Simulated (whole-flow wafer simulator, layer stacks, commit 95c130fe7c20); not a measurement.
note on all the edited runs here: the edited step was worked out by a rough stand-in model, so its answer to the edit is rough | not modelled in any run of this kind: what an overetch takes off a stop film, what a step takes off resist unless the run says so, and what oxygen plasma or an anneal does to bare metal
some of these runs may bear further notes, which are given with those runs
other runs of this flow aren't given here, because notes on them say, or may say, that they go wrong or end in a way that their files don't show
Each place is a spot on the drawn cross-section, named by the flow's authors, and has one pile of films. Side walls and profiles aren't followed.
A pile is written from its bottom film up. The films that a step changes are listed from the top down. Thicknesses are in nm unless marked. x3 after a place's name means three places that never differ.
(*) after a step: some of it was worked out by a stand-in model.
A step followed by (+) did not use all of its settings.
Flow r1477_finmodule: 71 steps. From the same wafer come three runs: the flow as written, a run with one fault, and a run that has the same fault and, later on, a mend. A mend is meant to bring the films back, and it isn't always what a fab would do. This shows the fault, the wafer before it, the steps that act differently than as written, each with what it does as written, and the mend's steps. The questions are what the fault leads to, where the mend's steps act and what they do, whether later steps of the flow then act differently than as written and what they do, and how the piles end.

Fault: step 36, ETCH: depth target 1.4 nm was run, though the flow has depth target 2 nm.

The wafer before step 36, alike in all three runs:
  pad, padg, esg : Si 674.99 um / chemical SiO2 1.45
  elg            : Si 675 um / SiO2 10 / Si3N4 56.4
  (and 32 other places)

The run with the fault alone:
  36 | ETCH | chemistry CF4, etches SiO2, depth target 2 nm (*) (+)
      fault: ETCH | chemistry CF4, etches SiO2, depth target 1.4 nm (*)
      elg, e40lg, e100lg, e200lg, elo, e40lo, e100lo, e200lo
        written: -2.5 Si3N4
        fault: -1.75 Si3N4
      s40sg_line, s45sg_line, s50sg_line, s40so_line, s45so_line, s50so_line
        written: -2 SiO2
        fault: -1.4 SiO2
  Later steps of the flow acting differently than as written (not shown: 8 more steps that differ only slightly, by at most 2% or 0.5 nm, whichever is larger):
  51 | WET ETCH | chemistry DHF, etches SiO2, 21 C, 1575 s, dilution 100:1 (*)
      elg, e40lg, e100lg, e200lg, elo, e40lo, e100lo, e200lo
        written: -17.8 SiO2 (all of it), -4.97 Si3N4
        fault: -17.1 SiO2 (all of it), -5.03 Si3N4
  The piles end different from the flow's at elg, e40lg, e100lg, e200lg, elo, e40lo, e100lo, e200lo by more than 2% or 0.5 nm, whichever is larger.
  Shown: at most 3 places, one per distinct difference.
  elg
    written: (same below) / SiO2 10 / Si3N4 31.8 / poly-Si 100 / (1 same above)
    fault: (same below) / SiO2 10 / Si3N4 32.5 / poly-Si 100 / (1 same above)
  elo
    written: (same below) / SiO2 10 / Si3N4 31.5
    fault: (same below) / SiO2 10 / Si3N4 32.2

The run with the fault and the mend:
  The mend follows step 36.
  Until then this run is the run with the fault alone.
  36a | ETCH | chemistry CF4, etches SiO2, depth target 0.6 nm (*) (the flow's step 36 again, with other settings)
      pad, padg, e40sg and 11 more
        -0.5 Si
      elg, e40lg, e100lg, e200lg, elo, e40lo, e100lo, e200lo
        -0.75 Si3N4
      s40sg_line, s45sg_line, s50sg_line, s40so_line, s45so_line, s50so_line
        -0.6 SiO2
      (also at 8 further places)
  Later steps of the flow that are run all act as written at every place that is followed, up to a difference of at most 2% or 0.5 nm, whichever is larger.
  When the end is reached, the piles differ only a little from the flow's at the places that both follow, at most by 2% or 0.5 nm, whichever is larger.
